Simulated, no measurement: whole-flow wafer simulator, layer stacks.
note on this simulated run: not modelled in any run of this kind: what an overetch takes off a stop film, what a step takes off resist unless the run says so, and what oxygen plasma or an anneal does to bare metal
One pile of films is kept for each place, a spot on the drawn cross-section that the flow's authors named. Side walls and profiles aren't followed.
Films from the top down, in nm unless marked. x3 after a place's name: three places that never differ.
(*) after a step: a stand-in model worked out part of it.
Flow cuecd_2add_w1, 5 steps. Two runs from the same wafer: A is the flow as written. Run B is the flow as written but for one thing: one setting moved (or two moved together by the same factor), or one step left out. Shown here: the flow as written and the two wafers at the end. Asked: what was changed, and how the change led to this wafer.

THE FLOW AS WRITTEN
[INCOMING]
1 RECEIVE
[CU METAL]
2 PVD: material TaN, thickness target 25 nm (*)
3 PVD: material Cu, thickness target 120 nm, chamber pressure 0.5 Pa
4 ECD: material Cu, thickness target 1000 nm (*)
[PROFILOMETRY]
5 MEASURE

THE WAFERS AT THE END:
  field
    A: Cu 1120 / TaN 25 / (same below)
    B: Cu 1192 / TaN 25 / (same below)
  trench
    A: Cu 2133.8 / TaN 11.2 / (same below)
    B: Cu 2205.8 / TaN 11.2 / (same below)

The cause: step 3, PVD: thickness target 192 nm was run, where the flow has thickness target 120 nm.

How the change led to this, step by step:
  3 PVD: material Cu, thickness target 120 nm, chamber pressure 0.5 Pa
      field: A Cu +120 (new film) | B Cu +192 (new film)
      trench: A Cu +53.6 (new film) | B Cu +83.8 (new film)
